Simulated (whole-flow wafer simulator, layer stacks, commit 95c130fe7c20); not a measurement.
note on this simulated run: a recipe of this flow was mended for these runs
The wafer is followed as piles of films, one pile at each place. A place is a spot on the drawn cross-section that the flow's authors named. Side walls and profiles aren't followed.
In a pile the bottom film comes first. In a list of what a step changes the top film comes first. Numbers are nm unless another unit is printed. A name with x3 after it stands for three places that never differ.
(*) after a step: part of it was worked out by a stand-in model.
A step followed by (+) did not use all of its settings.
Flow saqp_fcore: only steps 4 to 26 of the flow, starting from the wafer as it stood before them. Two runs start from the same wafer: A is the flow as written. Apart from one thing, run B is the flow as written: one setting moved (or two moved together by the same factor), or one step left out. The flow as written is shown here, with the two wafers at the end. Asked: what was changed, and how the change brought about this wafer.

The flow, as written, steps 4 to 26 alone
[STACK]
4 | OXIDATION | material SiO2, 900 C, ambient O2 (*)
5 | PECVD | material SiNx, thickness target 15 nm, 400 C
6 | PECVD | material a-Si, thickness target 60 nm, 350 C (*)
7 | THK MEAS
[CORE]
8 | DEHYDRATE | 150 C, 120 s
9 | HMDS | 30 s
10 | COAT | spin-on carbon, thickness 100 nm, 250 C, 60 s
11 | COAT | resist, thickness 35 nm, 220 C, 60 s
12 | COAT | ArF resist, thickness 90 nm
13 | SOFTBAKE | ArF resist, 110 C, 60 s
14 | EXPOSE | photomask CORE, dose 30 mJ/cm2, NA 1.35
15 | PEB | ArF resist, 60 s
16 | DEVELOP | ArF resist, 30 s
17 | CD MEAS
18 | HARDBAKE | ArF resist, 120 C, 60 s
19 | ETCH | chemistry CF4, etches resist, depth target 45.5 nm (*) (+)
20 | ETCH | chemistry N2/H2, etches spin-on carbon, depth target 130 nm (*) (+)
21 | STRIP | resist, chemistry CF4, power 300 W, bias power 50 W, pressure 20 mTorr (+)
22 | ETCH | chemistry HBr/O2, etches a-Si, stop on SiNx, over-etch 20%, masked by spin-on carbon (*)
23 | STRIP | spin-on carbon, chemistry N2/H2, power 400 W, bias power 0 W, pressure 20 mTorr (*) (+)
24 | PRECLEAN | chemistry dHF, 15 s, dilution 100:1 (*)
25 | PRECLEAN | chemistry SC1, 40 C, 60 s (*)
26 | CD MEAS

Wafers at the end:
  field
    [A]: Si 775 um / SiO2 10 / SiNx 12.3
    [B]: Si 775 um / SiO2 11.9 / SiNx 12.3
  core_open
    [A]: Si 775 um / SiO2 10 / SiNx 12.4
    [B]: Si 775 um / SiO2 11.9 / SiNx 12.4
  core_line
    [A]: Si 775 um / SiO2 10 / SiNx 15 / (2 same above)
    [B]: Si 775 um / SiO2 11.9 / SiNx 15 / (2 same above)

Cause: step 4, OXIDATION: 919 C was run, whereas the flow has 900 C.

How this came from the change, step by step:
  4 | OXIDATION | material SiO2, 900 C, ambient O2 (*)
      field, core_open, core_line: A +10 SiO2 (new film), -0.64 chemical SiO2 (all of it), -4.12 Si | B +11.9 SiO2 (new film), -0.64 chemical SiO2 (all of it), -4.97 Si
